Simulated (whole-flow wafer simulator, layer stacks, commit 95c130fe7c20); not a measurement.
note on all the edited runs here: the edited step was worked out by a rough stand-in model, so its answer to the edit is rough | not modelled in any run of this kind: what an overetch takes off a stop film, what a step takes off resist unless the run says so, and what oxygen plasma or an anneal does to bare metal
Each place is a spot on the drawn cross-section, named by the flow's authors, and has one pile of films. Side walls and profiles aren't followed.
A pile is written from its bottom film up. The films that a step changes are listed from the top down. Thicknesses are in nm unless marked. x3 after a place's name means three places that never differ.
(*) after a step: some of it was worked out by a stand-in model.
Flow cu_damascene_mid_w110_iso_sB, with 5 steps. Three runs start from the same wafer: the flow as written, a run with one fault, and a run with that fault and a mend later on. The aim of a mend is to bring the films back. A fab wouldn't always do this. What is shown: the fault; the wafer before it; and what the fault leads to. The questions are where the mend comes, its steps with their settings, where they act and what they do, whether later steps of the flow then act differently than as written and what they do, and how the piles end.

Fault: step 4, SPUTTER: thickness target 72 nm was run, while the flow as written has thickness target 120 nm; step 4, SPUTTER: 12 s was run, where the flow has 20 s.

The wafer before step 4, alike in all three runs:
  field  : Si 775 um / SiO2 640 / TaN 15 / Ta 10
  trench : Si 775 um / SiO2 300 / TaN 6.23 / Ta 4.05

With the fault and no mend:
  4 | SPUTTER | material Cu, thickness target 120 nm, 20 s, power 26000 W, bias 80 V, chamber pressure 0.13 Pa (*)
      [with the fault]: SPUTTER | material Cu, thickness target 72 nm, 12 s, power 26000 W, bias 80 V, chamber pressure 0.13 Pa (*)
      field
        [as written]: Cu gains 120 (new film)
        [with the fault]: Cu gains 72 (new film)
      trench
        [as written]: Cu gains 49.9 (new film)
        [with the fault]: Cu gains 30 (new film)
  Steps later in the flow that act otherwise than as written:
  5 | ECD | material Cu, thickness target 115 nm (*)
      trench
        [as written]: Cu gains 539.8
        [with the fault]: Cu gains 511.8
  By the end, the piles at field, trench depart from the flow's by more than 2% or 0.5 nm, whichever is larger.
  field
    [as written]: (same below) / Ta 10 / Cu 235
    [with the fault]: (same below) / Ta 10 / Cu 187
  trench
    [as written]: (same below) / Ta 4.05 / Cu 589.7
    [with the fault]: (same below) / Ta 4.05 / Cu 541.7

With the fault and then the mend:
  The mend stands after step 4.
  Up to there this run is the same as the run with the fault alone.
  4a | SPUTTER | material Cu, thickness target 48 nm, 8 s, power 26000 W, bias 80 V, chamber pressure 0.13 Pa (*) (a further turn of the flow's step 4, with different settings)
      field
        Cu gains 48
      trench
        Cu gains 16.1
  None of the later steps of the flow differs from how it acts as written, at any place that is followed, by more than 2% or 0.5 nm, whichever is larger.
  By the end, the piles equal the flow's at every place that both follow.
